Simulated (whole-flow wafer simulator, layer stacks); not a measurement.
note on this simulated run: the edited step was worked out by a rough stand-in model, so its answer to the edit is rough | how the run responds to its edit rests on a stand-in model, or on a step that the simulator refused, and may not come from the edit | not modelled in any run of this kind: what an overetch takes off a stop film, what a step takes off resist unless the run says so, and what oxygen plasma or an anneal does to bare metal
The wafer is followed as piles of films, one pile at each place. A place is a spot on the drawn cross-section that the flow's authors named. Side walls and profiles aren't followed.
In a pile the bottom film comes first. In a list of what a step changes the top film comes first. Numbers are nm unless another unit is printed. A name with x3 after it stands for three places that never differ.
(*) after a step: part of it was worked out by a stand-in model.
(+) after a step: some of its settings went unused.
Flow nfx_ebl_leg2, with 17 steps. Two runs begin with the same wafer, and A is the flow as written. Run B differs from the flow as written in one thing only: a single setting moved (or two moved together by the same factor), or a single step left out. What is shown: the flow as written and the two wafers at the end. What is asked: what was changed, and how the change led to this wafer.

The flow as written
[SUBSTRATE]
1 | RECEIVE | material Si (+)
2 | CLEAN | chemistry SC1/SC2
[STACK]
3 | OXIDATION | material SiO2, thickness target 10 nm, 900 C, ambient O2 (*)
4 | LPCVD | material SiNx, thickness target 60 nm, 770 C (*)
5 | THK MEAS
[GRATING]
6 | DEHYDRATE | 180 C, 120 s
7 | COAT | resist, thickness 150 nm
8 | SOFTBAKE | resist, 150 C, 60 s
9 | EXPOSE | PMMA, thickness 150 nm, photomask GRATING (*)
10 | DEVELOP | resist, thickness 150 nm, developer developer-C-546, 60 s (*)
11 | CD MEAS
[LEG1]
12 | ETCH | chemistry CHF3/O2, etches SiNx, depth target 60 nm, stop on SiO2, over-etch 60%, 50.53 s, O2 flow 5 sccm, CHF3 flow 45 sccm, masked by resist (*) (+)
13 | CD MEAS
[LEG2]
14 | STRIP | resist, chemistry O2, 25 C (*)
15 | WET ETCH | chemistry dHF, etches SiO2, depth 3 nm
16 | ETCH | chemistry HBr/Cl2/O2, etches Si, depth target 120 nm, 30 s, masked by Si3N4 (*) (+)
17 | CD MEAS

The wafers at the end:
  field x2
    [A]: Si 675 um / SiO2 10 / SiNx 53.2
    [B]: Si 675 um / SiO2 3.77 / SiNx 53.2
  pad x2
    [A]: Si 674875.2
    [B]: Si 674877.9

The reason: step 3, OXIDATION: 788 C was run, whereas the flow has 900 C.

Step by step, how the change led to this:
  3 | OXIDATION | material SiO2, thickness target 10 nm, 900 C, ambient O2 (*)
      field x2, pad x2: A SiO2 gains 10 (new film), chemical SiO2 loses 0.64 (all of it), Si loses 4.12 | B SiO2 gains 3.77 (new film), chemical SiO2 loses 0.64 (all of it), Si loses 1.38
  12 | ETCH | chemistry CHF3/O2, etches SiNx, depth target 60 nm, stop on SiO2, over-etch 60%, 50.53 s, O2 flow 5 sccm, CHF3 flow 45 sccm, masked by resist (*) (+)
      pad x2: A SiNx loses 60 (all of it), SiO2 loses 10 (all of it) | B SiNx loses 60 (all of it), SiO2 loses 3.77 (all of it)
